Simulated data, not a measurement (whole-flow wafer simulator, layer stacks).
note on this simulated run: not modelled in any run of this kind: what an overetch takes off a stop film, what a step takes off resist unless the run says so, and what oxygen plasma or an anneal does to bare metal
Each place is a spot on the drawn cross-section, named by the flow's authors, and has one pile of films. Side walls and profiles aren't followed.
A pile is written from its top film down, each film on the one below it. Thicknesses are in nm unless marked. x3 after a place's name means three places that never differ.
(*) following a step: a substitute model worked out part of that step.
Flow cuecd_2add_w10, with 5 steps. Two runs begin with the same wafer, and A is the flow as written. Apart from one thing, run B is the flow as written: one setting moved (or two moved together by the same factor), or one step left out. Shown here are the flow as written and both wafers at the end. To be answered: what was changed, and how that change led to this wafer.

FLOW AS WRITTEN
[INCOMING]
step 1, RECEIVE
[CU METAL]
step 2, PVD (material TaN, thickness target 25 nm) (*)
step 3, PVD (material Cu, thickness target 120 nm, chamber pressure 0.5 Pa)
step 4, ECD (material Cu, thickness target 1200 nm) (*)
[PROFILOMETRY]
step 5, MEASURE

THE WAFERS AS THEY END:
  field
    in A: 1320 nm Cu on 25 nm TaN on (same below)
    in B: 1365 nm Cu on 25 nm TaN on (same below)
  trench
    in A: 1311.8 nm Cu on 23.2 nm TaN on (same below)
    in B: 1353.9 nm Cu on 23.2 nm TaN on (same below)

What caused this: step 3, PVD: thickness target 165 nm was run, whereas the flow has thickness target 120 nm.

Step by step, how the change led to this:
  step 3, PVD (material Cu, thickness target 120 nm, chamber pressure 0.5 Pa)
      field: A Cu gains 120 (new film) | B Cu gains 165 (new film)
      trench: A Cu gains 111.8 (new film) | B Cu gains 153.9 (new film)
